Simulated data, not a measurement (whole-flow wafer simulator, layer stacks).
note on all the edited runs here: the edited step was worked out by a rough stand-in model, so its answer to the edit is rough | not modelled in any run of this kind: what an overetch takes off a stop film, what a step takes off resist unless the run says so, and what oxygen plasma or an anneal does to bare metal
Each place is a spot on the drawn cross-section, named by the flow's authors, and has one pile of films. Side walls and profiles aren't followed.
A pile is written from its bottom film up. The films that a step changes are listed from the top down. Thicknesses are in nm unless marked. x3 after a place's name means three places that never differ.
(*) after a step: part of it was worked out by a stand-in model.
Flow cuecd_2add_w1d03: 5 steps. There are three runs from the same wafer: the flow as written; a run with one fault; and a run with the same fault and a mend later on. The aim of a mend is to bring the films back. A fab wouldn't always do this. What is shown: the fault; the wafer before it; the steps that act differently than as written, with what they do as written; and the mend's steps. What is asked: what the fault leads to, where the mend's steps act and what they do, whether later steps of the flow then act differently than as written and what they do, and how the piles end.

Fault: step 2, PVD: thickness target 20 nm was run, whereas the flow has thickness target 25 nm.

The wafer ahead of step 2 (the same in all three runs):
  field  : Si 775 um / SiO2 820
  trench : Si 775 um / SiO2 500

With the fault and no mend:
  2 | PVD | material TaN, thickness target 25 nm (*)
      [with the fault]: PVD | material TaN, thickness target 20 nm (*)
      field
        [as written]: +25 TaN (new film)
        [with the fault]: +20 TaN (new film)
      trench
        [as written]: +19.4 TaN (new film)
        [with the fault]: +15.5 TaN (new film)
  None of the later steps of the flow differs from how it acts as written, at any place that is followed, by more than 2% or 0.5 nm, whichever is larger.
  The piles end different from the flow's at field, trench by more than 2% or 0.5 nm, whichever is larger.
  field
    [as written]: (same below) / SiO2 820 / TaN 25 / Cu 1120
    [with the fault]: (same below) / SiO2 820 / TaN 20 / Cu 1120
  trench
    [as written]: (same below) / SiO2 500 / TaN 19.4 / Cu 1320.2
    [with the fault]: (same below) / SiO2 500 / TaN 15.5 / Cu 1318.8

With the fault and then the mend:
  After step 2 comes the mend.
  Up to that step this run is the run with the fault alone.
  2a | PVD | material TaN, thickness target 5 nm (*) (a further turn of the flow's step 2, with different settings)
      field
        +5 TaN
      trench
        +3.84 TaN
  None of the later steps of the flow acts differently than as written at any place that is followed.
  The piles end only slightly different from the flow's at the places that both follow, by no more than 2% or 0.5 nm, whichever is larger.
